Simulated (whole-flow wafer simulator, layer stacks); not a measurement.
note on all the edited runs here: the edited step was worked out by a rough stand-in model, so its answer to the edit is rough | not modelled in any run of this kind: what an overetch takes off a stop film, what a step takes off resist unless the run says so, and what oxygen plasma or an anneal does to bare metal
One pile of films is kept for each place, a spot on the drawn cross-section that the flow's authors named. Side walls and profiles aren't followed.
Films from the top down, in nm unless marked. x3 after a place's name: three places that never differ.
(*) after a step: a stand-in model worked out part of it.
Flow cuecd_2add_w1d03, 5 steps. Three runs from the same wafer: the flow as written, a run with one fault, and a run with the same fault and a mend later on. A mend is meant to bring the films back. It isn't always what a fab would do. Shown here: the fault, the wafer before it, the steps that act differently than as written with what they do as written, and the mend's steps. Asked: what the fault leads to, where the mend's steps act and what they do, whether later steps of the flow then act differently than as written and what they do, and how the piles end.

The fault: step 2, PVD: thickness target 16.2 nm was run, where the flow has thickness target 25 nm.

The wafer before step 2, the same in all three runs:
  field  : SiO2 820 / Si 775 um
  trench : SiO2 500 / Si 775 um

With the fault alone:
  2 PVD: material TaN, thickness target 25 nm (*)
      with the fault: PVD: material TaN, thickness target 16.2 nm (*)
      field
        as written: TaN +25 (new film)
        with the fault: TaN +16.2 (new film)
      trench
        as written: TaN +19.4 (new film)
        with the fault: TaN +12.5 (new film)
  No later step of the flow acts differently than as written, at any place that is followed, by more than 2% or 0.5 nm, whichever is larger.
  At the end the piles differ from the flow's by more than 2% or 0.5 nm, whichever is larger, at field, trench.
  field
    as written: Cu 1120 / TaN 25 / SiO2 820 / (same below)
    with the fault: Cu 1120 / TaN 16.2 / SiO2 820 / (same below)
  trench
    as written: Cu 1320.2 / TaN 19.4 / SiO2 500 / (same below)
    with the fault: Cu 1317.8 / TaN 12.5 / SiO2 500 / (same below)

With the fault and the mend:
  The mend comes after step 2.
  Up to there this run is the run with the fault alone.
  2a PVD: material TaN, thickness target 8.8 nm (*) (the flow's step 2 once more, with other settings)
      field
        TaN +8.8
      trench
        TaN +6.77
  No later step of the flow acts differently than as written, at any place that is followed, by more than 2% or 0.5 nm, whichever is larger.
  At the end the piles differ from the flow's only slightly at the places that both follow, by at most 2% or 0.5 nm, whichever is larger.
